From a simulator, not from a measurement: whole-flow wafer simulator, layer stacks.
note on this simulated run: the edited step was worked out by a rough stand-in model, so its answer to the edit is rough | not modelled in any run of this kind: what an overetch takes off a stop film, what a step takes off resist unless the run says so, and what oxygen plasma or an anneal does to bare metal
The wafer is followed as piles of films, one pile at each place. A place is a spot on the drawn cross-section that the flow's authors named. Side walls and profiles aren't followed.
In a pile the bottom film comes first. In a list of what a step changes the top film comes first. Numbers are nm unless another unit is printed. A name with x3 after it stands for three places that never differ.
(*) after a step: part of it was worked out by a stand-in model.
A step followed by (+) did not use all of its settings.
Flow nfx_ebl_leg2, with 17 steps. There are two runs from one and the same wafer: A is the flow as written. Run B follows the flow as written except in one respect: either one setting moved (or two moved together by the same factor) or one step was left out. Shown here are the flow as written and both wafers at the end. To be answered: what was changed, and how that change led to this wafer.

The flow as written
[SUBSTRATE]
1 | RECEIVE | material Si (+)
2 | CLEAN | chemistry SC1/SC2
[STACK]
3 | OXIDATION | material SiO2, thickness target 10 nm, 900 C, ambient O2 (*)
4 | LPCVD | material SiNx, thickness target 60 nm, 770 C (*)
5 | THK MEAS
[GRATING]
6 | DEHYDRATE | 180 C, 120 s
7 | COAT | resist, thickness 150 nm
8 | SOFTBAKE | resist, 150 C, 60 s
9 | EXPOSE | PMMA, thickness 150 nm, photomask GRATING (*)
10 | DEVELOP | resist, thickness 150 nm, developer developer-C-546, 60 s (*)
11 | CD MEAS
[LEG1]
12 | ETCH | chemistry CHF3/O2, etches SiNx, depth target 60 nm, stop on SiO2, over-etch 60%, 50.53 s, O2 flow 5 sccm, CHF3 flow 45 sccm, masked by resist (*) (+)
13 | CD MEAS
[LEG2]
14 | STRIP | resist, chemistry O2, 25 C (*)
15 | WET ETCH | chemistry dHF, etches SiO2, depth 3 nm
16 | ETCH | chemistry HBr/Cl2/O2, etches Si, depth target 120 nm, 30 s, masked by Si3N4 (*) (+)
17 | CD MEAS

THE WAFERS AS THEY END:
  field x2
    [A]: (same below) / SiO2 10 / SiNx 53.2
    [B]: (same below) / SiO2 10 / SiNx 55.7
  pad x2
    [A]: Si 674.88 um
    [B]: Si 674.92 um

What caused this: step 16, ETCH: depth target 75 nm was run, while the flow as written has depth target 120 nm; step 16, ETCH: 18.8 s was run, where the flow has 30 s.

Step by step, how the change led to this:
  16 | ETCH | chemistry HBr/Cl2/O2, etches Si, depth target 120 nm, 30 s, masked by Si3N4 (*) (+)
      field x2: A SiNx loses 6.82 | B SiNx loses 4.27
      pad x2: A Si loses 120 | B Si loses 75
